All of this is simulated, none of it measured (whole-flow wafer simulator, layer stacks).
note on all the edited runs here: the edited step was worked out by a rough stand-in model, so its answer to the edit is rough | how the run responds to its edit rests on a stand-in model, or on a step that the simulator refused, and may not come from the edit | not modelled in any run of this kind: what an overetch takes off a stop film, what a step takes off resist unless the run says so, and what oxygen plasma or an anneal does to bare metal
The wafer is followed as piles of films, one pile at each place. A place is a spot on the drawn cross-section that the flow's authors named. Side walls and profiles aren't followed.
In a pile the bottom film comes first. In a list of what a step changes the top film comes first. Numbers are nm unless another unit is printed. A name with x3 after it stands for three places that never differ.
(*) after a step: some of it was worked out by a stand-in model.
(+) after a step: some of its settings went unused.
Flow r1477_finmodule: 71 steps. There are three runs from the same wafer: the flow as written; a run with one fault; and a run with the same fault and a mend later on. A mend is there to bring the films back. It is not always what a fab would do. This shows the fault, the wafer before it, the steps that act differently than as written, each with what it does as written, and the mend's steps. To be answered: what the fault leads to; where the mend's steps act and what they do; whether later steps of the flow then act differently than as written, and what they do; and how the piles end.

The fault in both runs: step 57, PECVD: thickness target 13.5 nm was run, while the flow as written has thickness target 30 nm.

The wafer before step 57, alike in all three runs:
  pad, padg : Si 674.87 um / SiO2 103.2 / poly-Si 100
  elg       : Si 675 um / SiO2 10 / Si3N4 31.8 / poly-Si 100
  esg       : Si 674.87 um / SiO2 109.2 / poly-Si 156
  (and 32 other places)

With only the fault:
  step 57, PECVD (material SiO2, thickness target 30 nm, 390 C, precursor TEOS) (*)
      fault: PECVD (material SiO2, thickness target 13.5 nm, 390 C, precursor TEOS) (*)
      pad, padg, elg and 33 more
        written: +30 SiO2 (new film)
        fault: +13.5 SiO2 (new film)
  Later steps of the flow acting differently than as written (3 other steps are not shown; they differ only slightly, by no more than 2% or 0.5 nm, whichever is larger):
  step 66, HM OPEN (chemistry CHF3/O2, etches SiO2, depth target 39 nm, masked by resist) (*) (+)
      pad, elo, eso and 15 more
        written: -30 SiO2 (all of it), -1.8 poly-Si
        fault: -13.5 SiO2 (all of it), -1.35 poly-Si
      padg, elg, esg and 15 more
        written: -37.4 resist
        fault: -19.4 resist
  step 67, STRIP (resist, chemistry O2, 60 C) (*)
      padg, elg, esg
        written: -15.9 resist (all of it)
        fault: -33.9 resist (all of it)
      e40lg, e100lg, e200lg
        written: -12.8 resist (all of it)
        fault: -30.7 resist (all of it)
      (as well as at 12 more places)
  By the end, the piles at padg, elg, esg and 15 more depart from the flow's by more than 2% or 0.5 nm, whichever is larger.
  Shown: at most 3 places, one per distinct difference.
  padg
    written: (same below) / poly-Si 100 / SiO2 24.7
    fault: (same below) / poly-Si 100 / SiO2 8.2
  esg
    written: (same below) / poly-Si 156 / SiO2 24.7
    fault: (same below) / poly-Si 156 / SiO2 8.2
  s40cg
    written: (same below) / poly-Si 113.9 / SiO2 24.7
    fault: (same below) / poly-Si 113.9 / SiO2 8.2

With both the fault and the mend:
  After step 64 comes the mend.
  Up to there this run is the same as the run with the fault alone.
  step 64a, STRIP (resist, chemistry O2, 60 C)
      padg, elg, esg
        -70 resist (all of it)
      e40lg, e100lg, e200lg
        -66.9 resist (all of it)
      s40sg, s45sg
        -91 resist (all of it)
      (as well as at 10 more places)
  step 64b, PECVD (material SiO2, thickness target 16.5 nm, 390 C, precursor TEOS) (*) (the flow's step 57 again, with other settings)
      pad, padg, elg and 33 more
        +16.5 SiO2
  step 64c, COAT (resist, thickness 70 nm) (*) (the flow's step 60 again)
      e40lg, e100lg, e200lg, elo, e40lo, e100lo, e200lo
        +66.9 resist (new film)
      pad, padg, elg, esg
        +70 resist (new film)
      s40sg, s45sg, s40so, s45so
        +91 resist (new film)
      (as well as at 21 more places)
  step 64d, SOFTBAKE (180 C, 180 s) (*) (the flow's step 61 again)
      alters no film at any place that is followed
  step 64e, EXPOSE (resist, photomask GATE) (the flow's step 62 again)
      alters no film at any place that is followed
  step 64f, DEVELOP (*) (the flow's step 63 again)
      elo, e40lo, e100lo, e200lo
        -66.9 resist (all of it)
      eso, e40so
        -129.5 resist (all of it)
      s40so, s45so
        -91 resist (all of it)
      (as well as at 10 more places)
  Later steps of the flow that are run all act as written at every place that is followed.
  By the end, the piles equal the flow's at every place that both follow.
